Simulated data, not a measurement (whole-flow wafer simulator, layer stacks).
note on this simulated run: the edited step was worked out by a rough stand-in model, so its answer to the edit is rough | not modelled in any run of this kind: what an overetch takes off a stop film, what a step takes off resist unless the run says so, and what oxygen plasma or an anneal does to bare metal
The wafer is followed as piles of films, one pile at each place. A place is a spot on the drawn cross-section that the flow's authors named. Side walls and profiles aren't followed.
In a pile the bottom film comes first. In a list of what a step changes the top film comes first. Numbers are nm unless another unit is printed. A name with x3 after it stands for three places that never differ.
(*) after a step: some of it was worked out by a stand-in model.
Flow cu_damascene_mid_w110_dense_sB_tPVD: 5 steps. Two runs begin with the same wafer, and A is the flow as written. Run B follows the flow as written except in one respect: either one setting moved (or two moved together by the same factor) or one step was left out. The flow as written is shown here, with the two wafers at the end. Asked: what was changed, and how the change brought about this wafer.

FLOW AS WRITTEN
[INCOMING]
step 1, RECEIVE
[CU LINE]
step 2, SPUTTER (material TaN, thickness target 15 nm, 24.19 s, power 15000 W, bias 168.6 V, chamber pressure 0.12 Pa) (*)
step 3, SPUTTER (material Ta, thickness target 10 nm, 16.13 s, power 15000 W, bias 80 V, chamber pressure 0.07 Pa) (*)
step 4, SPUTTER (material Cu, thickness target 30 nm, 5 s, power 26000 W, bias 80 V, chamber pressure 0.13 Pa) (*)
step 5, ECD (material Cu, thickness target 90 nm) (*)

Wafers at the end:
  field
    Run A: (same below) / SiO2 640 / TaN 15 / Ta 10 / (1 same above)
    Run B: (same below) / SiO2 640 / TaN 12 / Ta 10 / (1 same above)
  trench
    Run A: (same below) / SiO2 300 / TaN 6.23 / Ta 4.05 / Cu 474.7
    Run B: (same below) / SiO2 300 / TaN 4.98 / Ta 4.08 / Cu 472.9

What caused this: step 2, SPUTTER: 19.35 s was run, whereas the flow has 24.19 s.

How this came from the change, step by step:
  step 2, SPUTTER (material TaN, thickness target 15 nm, 24.19 s, power 15000 W, bias 168.6 V, chamber pressure 0.12 Pa) (*)
      field: A +15 TaN (new film) | B +12 TaN (new film)
      trench: A +6.23 TaN (new film) | B +4.98 TaN (new film)
